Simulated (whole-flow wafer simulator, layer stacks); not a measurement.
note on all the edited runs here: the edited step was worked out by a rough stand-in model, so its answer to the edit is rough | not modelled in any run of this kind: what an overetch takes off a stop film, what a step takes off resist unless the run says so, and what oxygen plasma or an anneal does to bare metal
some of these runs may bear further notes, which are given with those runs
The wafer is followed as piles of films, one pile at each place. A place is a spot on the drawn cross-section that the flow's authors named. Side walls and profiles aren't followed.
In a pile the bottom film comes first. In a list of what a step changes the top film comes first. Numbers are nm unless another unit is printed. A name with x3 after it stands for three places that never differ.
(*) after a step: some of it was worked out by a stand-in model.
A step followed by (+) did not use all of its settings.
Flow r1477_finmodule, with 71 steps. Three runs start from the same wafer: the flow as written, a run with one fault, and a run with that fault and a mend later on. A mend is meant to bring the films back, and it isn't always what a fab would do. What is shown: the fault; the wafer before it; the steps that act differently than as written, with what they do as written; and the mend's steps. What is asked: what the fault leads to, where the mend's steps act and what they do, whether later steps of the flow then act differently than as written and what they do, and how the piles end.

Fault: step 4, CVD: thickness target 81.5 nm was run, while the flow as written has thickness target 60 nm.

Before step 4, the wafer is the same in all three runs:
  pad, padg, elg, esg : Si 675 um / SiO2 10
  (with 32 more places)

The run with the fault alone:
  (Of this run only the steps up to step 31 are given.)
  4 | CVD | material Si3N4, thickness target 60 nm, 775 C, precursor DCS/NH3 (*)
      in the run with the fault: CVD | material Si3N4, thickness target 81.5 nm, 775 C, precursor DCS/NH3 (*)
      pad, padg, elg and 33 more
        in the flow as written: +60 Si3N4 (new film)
        in the run with the fault: +81.5 Si3N4 (new film)
  Later steps of the flow acting differently than as written:
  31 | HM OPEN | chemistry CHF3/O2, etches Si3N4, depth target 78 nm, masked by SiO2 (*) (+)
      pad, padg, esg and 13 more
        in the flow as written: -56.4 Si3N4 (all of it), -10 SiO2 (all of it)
        in the run with the fault: -77.9 Si3N4 (all of it), -0.06 SiO2
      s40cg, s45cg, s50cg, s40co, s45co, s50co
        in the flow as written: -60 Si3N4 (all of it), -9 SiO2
        in the run with the fault: -78 Si3N4
  Once step 31 is done, the piles at pad, padg, elg and 33 more depart from the flow's by more than 2% or 0.5 nm, whichever is larger.
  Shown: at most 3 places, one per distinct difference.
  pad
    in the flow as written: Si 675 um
    in the run with the fault: Si 675 um / SiO2 9.94
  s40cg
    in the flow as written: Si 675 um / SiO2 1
    in the run with the fault: Si 675 um / SiO2 10 / Si3N4 3.5
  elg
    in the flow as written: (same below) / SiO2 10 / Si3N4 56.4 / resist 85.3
    in the run with the fault: (same below) / SiO2 10 / Si3N4 77.9 / resist 85.3

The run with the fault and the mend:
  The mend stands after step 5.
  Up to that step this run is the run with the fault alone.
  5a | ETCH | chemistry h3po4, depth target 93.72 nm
      pad, padg, elg and 33 more
        -81.5 Si3N4 (all of it)
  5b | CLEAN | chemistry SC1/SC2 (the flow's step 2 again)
      alters no film at any place that is followed
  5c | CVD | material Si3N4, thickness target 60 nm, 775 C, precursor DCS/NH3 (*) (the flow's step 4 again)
      pad, padg, elg and 33 more
        +60 Si3N4 (new film)
  Later steps of the flow that are run all act as written at every place that is followed.
  By the end, the piles equal the flow's at every place that both follow.
